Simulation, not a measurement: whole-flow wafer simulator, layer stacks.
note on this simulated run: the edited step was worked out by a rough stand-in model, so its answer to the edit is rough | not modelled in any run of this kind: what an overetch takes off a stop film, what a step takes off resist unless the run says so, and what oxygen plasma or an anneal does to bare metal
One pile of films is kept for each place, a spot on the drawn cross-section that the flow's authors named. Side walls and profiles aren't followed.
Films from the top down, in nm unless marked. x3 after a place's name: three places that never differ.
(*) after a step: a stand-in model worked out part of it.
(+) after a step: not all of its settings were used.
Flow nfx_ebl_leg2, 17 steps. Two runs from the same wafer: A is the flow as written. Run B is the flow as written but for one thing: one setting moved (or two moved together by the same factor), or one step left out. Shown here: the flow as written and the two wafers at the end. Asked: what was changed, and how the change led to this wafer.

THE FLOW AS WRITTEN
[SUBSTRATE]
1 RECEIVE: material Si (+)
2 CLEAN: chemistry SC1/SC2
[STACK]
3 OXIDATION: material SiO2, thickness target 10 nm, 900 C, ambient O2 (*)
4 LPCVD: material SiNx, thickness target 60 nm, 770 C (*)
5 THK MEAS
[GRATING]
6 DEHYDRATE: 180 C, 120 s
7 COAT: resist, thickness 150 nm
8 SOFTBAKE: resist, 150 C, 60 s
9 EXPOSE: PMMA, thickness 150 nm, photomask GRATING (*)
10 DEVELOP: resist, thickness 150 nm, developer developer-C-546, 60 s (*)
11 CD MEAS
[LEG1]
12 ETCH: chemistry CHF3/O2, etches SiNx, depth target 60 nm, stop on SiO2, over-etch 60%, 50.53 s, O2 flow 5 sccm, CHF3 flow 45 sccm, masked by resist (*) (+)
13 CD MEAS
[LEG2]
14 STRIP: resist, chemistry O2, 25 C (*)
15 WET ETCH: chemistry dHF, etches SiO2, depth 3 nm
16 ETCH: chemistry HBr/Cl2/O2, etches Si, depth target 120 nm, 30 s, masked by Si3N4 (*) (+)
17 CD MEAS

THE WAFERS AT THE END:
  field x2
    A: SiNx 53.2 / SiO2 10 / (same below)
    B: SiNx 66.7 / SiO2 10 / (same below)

The cause: step 4, LPCVD: thickness target 73.5 nm was run, where the flow has thickness target 60 nm.

How the change led to this, step by step:
  4 LPCVD: material SiNx, thickness target 60 nm, 770 C (*)
      field x2, pad x2: A SiNx +60 (new film) | B SiNx +73.5 (new film)
  12 ETCH: chemistry CHF3/O2, etches SiNx, depth target 60 nm, stop on SiO2, over-etch 60%, 50.53 s, O2 flow 5 sccm, CHF3 flow 45 sccm, masked by resist (*) (+)
      pad x2: A SiNx -60 (all of it), SiO2 -10 (all of it) | B SiNx -73.5 (all of it), SiO2 -10 (all of it)
